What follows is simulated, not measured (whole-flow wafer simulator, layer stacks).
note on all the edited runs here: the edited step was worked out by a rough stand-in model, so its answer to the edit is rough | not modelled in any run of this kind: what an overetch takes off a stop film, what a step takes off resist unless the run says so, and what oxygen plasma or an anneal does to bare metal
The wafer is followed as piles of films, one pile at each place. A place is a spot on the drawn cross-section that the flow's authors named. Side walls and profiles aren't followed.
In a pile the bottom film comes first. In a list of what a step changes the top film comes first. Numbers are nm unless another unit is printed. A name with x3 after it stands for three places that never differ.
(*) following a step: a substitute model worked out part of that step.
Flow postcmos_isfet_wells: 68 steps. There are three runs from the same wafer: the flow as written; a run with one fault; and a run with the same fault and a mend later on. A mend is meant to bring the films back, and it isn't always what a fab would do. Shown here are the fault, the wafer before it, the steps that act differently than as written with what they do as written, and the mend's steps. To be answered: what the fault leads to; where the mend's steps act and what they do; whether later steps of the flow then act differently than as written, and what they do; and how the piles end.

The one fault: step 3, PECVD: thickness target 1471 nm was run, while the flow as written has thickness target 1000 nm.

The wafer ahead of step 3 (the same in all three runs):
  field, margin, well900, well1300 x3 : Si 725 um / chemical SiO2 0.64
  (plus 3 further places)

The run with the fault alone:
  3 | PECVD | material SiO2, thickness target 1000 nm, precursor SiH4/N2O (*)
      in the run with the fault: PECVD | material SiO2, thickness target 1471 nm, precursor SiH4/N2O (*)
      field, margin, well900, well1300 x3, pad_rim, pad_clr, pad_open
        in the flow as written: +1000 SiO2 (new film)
        in the run with the fault: +1471 SiO2 (new film)
  Every later step of the flow that is run acts as written at every place that is followed.
  By the end, the piles at field, margin, well900, well1300 x3, pad_rim, pad_clr, pad_open depart from the flow's by more than 2% or 0.5 nm, whichever is larger.
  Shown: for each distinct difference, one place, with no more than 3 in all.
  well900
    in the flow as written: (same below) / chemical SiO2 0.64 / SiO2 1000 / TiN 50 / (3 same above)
    in the run with the fault: (same below) / chemical SiO2 0.64 / SiO2 1471 / TiN 50 / (3 same above)
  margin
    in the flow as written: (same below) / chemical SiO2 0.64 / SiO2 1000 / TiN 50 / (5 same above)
    in the run with the fault: (same below) / chemical SiO2 0.64 / SiO2 1471 / TiN 50 / (5 same above)
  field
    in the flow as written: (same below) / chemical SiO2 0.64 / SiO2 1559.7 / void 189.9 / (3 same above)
    in the run with the fault: (same below) / chemical SiO2 0.64 / SiO2 2030.7 / void 189.9 / (3 same above)

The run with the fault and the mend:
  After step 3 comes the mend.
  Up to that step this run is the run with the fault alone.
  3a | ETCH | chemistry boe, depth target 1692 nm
      field, margin, well900, well1300 x3, pad_rim, pad_clr, pad_open
        -1471 SiO2 (all of it), -0.64 chemical SiO2 (all of it)
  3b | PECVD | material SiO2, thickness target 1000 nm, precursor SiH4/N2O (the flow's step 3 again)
      field, margin, well900, well1300 x3, pad_rim, pad_clr, pad_open
        +1000 SiO2 (new film)
  Every later step of the flow that is run acts as written at every place that is followed.
  By the end, the piles at field, margin, well900, well1300 x3, pad_rim, pad_clr, pad_open depart from the flow's by more than 2% or 0.5 nm, whichever is larger.
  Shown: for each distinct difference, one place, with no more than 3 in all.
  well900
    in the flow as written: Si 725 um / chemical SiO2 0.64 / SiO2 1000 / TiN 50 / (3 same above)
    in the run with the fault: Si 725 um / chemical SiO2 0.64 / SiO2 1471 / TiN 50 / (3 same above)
    in the run with the mend: Si 725 um / SiO2 1000 / TiN 50 / (3 same above)
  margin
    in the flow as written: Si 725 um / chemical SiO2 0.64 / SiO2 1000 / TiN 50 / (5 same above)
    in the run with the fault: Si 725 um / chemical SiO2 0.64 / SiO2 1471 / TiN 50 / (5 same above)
    in the run with the mend: Si 725 um / SiO2 1000 / TiN 50 / (5 same above)
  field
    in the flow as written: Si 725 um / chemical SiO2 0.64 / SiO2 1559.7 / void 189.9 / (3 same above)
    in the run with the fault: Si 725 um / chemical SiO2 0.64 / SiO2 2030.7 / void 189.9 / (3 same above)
    in the run with the mend: Si 725 um / SiO2 1559.7 / void 189.9 / (3 same above)
